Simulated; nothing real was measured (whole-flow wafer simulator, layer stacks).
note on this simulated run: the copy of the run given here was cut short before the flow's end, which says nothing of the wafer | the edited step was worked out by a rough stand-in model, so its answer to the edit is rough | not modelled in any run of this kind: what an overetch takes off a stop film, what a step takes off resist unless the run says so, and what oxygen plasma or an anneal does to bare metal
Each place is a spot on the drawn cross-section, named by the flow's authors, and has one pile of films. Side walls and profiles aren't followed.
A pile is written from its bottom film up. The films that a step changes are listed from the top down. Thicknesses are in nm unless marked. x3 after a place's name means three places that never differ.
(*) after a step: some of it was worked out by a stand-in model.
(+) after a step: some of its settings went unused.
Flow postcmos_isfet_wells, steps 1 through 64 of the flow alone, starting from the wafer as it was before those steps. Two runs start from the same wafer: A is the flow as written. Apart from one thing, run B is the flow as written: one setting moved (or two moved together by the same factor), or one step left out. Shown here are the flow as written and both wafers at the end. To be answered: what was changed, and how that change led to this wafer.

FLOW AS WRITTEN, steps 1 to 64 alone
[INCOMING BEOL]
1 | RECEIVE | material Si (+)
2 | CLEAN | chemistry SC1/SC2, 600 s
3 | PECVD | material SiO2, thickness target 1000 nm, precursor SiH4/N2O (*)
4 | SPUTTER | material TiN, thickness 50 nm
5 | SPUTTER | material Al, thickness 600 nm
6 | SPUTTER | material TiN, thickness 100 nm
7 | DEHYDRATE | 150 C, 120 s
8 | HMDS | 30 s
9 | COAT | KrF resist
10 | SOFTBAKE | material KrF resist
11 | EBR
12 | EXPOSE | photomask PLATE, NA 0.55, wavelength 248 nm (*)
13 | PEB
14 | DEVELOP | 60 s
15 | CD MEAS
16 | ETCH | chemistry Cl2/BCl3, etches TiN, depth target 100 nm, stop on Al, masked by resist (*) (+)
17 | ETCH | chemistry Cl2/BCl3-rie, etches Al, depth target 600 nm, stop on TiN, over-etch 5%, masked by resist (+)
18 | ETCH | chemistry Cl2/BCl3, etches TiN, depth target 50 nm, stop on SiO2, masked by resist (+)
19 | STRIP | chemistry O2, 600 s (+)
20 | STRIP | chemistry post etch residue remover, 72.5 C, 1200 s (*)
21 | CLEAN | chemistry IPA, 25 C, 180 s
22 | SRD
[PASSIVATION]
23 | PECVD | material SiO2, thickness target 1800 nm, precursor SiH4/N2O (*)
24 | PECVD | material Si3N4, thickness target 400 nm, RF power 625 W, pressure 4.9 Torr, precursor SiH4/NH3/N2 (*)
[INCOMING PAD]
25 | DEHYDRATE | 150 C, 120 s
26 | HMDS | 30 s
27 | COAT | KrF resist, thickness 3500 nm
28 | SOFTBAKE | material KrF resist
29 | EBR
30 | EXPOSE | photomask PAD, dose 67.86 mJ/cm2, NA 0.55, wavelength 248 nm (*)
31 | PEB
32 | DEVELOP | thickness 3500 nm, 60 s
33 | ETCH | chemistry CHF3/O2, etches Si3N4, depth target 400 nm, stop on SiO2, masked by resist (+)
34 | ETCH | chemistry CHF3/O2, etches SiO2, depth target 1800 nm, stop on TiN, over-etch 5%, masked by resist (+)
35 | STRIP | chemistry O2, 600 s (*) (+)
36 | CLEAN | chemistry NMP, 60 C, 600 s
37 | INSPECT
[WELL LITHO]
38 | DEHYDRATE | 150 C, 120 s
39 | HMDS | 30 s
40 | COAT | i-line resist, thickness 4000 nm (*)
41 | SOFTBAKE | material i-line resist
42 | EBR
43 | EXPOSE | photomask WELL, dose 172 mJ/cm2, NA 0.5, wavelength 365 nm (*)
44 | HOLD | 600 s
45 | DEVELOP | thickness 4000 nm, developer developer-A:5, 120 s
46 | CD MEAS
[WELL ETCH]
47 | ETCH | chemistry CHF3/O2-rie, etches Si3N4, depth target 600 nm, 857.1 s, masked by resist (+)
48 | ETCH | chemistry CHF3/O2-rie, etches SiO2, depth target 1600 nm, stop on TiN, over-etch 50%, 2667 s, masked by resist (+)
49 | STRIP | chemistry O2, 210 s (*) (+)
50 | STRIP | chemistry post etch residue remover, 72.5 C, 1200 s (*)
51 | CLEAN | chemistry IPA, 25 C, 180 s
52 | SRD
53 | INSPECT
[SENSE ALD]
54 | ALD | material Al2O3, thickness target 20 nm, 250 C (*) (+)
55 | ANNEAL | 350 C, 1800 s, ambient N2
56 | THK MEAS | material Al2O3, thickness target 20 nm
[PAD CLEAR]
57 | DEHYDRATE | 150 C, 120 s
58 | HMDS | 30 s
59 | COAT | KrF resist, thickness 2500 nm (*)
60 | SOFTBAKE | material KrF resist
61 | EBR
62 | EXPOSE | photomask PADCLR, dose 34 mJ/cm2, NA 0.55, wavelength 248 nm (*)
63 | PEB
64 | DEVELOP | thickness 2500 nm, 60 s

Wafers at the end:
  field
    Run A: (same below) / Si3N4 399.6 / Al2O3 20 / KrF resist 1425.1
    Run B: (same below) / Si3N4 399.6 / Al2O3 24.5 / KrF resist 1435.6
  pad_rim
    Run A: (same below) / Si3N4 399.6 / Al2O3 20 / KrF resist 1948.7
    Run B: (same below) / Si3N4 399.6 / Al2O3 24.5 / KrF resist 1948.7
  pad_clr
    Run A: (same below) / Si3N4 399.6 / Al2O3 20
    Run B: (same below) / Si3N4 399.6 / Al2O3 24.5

Cause: step 54, ALD: thickness target 24.5 nm was run, though the flow has thickness target 20 nm.
The wafer lets one read it off: field has Al2O3 24.5, and step 54 as written asks for 20 nm.

Step by step, how the change led to this:
  54 | ALD | material Al2O3, thickness target 20 nm, 250 C (*) (+)
      field, margin, well900, well1300 x3, pad_rim, pad_clr, pad_open: A +20 Al2O3 (new film) | B +24.5 Al2O3 (new film)
